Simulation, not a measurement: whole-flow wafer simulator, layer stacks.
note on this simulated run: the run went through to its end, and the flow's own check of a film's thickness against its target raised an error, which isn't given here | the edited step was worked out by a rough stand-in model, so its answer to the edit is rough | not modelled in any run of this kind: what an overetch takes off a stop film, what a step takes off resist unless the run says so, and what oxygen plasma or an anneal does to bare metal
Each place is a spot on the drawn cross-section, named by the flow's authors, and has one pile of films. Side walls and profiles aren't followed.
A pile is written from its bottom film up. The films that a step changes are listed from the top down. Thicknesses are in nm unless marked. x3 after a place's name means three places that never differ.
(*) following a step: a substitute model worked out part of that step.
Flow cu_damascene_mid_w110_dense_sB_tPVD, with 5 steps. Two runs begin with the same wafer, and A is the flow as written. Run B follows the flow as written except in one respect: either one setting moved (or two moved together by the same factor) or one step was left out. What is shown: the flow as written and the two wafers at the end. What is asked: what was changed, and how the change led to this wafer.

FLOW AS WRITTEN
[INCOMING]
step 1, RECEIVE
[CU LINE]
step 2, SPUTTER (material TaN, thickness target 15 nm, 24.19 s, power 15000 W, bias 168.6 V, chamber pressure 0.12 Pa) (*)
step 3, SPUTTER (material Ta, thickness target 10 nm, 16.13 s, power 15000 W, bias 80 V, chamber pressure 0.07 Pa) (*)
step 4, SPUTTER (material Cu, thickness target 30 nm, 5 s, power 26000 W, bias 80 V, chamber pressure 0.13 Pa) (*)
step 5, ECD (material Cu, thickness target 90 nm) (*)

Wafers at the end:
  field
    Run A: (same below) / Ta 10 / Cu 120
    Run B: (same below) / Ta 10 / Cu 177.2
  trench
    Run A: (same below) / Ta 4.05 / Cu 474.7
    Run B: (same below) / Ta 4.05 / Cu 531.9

What caused this: step 5, ECD: thickness target 147.2 nm was run, while the flow as written has thickness target 90 nm.

Step by step, how the change led to this:
  step 5, ECD (material Cu, thickness target 90 nm) (*)
      field: A +90 Cu | B +147.2 Cu
      trench: A +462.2 Cu | B +519.4 Cu
